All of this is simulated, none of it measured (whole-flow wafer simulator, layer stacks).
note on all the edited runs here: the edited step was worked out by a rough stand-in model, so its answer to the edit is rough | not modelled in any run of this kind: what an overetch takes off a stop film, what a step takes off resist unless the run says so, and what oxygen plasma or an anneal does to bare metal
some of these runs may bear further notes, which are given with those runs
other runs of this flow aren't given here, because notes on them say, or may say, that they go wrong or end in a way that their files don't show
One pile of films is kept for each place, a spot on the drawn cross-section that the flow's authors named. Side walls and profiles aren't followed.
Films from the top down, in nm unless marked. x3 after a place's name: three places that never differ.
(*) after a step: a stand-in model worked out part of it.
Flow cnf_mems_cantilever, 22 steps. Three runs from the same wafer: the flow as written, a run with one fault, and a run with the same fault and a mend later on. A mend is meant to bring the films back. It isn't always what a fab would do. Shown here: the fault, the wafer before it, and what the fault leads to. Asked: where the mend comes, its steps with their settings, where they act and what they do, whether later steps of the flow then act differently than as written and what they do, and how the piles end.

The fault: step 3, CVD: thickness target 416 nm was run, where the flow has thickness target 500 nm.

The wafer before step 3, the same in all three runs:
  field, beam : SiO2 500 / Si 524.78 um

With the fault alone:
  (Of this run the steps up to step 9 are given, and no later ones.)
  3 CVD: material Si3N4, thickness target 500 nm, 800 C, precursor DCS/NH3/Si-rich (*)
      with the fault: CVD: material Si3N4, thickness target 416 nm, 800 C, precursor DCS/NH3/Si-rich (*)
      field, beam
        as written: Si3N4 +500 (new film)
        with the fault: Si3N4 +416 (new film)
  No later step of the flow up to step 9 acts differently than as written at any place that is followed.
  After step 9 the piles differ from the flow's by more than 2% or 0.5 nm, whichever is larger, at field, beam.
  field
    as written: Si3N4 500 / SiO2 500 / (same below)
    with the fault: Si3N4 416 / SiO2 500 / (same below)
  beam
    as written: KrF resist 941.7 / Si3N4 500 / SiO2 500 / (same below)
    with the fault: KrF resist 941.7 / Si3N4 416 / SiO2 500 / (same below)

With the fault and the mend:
  The mend comes after step 3.
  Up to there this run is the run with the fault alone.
  3a ETCH: chemistry h3po4, depth target 478.4 nm
      field, beam
        Si3N4 -416 (all of it)
  3b CLEAN: chemistry SC1/SC2 (the flow's step 1 once more)
      changes no film at any place that is followed
  3c CVD: material Si3N4, thickness target 500 nm, 800 C, precursor DCS/NH3/Si-rich (*) (the flow's step 3 once more)
      field, beam
        Si3N4 +500 (new film)
  No later step of the flow acts differently than as written at any place that is followed.
  At the end the piles are the same as the flow's at every place that both follow.
